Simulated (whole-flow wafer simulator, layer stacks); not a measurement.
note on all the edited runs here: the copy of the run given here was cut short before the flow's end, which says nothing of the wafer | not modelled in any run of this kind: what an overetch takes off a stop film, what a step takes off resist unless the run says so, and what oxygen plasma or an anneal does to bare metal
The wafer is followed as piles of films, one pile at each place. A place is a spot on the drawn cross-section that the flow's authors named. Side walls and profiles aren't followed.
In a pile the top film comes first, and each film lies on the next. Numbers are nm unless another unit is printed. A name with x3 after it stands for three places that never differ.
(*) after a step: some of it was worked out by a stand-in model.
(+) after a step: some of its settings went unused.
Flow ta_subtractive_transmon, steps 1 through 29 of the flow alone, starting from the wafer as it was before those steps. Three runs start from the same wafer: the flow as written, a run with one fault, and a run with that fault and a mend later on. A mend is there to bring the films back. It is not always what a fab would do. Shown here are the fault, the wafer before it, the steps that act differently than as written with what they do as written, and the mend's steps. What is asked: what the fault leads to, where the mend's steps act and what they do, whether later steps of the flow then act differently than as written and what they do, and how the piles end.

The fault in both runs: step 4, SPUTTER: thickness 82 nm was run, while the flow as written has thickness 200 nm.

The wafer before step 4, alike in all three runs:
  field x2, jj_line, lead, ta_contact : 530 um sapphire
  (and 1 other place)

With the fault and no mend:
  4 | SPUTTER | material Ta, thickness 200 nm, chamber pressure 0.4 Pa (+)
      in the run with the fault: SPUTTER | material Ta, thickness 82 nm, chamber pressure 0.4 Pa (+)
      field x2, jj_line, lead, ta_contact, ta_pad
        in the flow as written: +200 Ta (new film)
        in the run with the fault: +82 Ta (new film)
  Steps further on in the flow that do not act as written:
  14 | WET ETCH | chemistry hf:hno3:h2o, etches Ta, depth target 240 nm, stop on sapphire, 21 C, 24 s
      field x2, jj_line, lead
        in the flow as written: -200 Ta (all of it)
        in the run with the fault: -82 Ta (all of it)
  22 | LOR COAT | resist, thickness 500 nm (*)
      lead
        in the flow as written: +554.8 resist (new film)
        in the run with the fault: +523.4 resist (new film)
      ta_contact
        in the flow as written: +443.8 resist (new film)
        in the run with the fault: +475.7 resist (new film)
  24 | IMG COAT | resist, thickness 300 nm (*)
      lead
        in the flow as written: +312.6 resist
        in the run with the fault: +305.1 resist
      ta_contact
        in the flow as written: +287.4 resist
        in the run with the fault: +295 resist
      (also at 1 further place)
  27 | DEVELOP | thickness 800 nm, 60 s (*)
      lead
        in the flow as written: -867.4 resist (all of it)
        in the run with the fault: -828.5 resist (all of it)
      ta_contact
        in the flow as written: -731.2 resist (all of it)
        in the run with the fault: -770.8 resist (all of it)
  By the end, the piles at ta_contact, ta_pad depart from the flow's by more than 2% or 0.5 nm, whichever is larger.
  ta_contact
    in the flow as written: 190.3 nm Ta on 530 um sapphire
    in the run with the fault: 72.3 nm Ta on 530 um sapphire
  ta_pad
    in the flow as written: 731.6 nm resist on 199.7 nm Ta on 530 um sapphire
    in the run with the fault: 751.2 nm resist on 81.7 nm Ta on 530 um sapphire

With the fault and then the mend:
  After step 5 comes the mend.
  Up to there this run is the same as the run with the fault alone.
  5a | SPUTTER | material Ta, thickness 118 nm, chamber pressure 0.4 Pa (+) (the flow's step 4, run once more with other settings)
      field x2, jj_line, lead, ta_contact, ta_pad
        +118 Ta
  Later steps of the flow that are run all act as written at every place that is followed.
  The piles end the same as the flow's at every place that both follow.
